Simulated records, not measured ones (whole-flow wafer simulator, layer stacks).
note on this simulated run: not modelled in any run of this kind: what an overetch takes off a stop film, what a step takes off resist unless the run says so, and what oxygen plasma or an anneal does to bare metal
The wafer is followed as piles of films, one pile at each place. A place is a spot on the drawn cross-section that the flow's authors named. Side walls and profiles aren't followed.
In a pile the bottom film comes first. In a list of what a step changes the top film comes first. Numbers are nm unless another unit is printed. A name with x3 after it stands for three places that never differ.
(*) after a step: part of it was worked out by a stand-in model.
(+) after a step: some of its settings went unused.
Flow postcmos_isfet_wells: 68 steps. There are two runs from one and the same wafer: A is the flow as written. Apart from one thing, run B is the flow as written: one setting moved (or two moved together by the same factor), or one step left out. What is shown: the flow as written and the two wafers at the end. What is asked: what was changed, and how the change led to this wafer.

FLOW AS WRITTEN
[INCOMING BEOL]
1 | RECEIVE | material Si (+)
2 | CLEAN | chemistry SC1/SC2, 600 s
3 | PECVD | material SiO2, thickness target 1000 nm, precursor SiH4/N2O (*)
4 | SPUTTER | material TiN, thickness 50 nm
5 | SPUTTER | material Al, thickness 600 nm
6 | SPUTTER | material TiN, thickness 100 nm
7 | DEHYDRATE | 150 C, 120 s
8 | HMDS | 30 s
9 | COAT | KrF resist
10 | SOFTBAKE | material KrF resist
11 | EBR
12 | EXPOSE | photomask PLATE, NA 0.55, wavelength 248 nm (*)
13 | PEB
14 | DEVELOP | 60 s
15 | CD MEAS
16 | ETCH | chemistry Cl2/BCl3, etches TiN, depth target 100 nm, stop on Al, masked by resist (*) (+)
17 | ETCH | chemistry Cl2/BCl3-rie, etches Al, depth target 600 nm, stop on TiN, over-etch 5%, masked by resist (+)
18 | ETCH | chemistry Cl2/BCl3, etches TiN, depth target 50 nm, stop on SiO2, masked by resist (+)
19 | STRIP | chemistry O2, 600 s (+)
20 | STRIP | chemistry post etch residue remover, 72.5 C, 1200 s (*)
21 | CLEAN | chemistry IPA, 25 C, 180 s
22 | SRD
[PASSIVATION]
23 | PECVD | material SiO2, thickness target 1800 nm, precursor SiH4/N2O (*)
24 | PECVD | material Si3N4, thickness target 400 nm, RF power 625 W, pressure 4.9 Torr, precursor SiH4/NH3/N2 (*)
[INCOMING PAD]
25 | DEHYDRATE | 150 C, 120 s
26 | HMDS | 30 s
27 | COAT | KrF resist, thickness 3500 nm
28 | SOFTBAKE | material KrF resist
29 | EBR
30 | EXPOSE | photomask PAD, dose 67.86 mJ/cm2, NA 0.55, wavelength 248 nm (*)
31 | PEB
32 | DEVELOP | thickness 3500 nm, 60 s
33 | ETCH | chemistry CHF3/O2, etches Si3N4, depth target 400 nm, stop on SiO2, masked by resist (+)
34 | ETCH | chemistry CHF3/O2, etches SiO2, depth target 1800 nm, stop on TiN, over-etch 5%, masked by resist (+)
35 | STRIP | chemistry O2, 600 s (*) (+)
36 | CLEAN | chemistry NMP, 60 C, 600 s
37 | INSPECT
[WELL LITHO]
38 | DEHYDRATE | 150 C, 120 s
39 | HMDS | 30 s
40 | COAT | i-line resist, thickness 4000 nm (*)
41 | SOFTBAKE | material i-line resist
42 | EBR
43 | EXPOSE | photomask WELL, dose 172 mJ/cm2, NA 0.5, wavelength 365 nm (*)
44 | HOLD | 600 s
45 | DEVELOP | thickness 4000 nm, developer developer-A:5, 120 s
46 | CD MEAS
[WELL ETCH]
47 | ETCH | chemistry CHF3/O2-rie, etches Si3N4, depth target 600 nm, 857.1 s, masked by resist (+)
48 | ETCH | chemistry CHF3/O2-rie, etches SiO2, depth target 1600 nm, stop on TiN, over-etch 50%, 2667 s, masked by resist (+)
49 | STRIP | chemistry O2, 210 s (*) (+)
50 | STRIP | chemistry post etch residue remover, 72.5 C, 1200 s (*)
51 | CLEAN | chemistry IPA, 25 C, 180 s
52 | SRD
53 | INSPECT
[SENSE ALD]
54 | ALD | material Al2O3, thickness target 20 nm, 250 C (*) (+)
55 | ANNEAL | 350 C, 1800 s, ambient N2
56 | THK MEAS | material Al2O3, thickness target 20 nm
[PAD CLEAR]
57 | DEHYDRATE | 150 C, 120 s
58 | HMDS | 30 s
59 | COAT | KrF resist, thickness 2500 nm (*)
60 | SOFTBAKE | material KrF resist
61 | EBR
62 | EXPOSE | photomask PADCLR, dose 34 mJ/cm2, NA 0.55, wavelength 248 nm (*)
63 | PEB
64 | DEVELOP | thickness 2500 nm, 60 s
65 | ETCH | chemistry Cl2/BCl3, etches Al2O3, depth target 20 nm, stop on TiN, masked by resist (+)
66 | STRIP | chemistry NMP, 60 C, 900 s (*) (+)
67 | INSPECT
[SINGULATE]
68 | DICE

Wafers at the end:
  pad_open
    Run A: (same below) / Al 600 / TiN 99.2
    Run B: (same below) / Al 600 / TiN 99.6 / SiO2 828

The reason: step 34, ETCH: depth target 972 nm was run, though the flow has depth target 1800 nm.

The path from the change to this, step by step:
  34 | ETCH | chemistry CHF3/O2, etches SiO2, depth target 1800 nm, stop on TiN, over-etch 5%, masked by resist (+)
      pad_open: A SiO2 loses 1800 (all of it) | B SiO2 loses 972
      field, margin, well900, well1300 x3, pad_rim, pad_clr: A KrF resist loses 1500 | B KrF resist loses 810
  35 | STRIP | chemistry O2, 600 s (*) (+)
      field, margin, well900, well1300 x3, pad_rim, pad_clr: A KrF resist loses 1613.3 (all of it) | B KrF resist loses 2303.3 (all of it)
  40 | COAT | i-line resist, thickness 4000 nm (*)
      pad_clr: A i-line resist gains 3256.8 (new film) | B i-line resist gains 3521.6 (new film)
      pad_open: A i-line resist gains 4804.7 (new film) | B i-line resist gains 4505.8 (new film)
  41 | SOFTBAKE | material i-line resist
      pad_clr: A i-line resist loses 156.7 | B i-line resist loses 80.4
      pad_open: A i-line resist gains 115.3 | B i-line resist gains 75.9
  49 | STRIP | chemistry O2, 210 s (*) (+)
      pad_clr: A i-line resist loses 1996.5 (all of it) | B i-line resist loses 2337.5 (all of it)
      pad_open: A i-line resist loses 3816.3 (all of it) | B i-line resist loses 3478.1 (all of it)
  59 | COAT | KrF resist, thickness 2500 nm (*)
      pad_rim: A KrF resist gains 1976.4 (new film) | B KrF resist gains 2168.6 (new film)
      pad_clr: A KrF resist gains 1691.6 (new film) | B KrF resist gains 1978 (new film)
      (as well as at 1 more place)
  60 | SOFTBAKE | material KrF resist
      pad_clr: A KrF resist loses 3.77 | B KrF resist loses 2.62
  63 | PEB
      pad_rim: A KrF resist loses 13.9 | B KrF resist loses 15.3
      pad_clr: A KrF resist loses 11.8 | B KrF resist loses 13.9
      (as well as at 1 more place)
  64 | DEVELOP | thickness 2500 nm, 60 s
      pad_clr: A KrF resist loses 1676 (all of it) | B KrF resist loses 1961.5 (all of it)
      pad_open: A KrF resist loses 3045.1 (all of it) | B KrF resist loses 2834.8 (all of it)
  66 | STRIP | chemistry NMP, 60 C, 900 s (*) (+)
      pad_rim: A KrF resist loses 1923.7 (all of it) | B KrF resist loses 2114.2 (all of it)
